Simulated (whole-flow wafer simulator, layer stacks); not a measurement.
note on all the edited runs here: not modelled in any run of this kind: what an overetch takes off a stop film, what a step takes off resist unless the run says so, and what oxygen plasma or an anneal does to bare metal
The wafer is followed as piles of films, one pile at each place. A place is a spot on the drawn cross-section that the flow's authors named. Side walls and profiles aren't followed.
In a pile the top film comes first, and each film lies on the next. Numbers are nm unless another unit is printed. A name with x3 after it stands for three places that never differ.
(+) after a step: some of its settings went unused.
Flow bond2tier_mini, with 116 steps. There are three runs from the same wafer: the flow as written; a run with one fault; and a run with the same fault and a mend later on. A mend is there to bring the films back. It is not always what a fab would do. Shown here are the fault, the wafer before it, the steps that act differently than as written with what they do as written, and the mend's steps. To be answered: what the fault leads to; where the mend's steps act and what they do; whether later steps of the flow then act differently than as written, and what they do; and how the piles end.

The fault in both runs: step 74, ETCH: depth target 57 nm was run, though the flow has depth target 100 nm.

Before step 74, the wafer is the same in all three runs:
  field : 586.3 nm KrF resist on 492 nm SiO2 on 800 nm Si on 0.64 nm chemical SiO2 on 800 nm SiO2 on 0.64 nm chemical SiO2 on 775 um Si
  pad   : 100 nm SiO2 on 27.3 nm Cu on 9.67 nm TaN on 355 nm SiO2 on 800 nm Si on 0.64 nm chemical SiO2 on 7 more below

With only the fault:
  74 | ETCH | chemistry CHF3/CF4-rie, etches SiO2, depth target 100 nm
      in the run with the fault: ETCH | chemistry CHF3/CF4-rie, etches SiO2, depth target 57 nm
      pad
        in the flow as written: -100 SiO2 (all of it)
        in the run with the fault: -57 SiO2
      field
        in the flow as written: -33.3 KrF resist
        in the run with the fault: -19 KrF resist
  Steps later in the flow that act otherwise than as written (not shown: 1 more step that differs only slightly, by at most 2% or 0.5 nm, whichever is larger):
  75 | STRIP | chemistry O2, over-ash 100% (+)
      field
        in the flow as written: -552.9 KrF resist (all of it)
        in the run with the fault: -567.3 KrF resist (all of it)
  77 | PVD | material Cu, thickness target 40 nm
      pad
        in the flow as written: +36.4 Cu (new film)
        in the run with the fault: +37.9 Cu (new film)
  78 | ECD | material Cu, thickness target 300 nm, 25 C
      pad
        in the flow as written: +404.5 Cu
        in the run with the fault: +359.6 Cu
  At pad, the piles at the end differ from the flow's by more than 2% or 0.5 nm, whichever is larger.
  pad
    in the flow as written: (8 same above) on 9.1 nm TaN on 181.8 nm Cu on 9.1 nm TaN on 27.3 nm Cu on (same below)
    in the run with the fault: (8 same above) on 9.1 nm TaN on 138.4 nm Cu on 9.48 nm TaN on 43 nm SiO2 on 27.3 nm Cu on (same below)

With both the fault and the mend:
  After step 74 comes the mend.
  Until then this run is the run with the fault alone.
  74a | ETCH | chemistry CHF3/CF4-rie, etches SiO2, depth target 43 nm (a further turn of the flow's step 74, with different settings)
      field
        -14.3 KrF resist
      pad
        -43 SiO2 (all of it)
  Every later step of the flow that is run acts as written at every place that is followed.
  At every place that both follow, the piles at the end match the flow's.
